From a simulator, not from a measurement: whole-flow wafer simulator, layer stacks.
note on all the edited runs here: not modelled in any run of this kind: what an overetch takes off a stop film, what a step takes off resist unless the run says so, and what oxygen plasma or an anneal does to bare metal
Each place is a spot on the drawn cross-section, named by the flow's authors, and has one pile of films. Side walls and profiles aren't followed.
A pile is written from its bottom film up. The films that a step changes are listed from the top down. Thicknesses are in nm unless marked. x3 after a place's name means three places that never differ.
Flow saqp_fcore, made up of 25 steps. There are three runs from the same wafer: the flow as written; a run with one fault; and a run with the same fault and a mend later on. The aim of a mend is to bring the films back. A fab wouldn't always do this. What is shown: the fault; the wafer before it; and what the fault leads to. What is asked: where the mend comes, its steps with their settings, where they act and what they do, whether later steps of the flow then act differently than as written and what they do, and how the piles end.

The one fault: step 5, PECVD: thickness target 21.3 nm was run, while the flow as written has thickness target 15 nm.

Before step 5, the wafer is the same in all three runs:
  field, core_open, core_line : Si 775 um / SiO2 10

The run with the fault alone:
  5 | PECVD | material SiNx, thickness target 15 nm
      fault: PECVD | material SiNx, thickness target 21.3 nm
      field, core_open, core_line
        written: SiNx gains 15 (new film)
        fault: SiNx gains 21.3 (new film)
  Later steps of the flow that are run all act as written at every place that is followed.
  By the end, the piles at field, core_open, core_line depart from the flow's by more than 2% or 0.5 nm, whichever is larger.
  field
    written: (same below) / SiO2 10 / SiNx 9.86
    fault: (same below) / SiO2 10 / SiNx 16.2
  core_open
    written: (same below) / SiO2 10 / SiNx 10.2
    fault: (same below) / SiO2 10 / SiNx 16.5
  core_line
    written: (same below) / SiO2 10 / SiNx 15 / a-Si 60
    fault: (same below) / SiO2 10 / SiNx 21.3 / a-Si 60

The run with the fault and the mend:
  The mend stands after step 5.
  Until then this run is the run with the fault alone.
  5a | ETCH | chemistry h3po4, depth target 6.3 nm
      field, core_open, core_line
        SiNx loses 6.3
  Later steps of the flow that are run all act as written at every place that is followed.
  At every place that both follow, the piles at the end match the flow's.
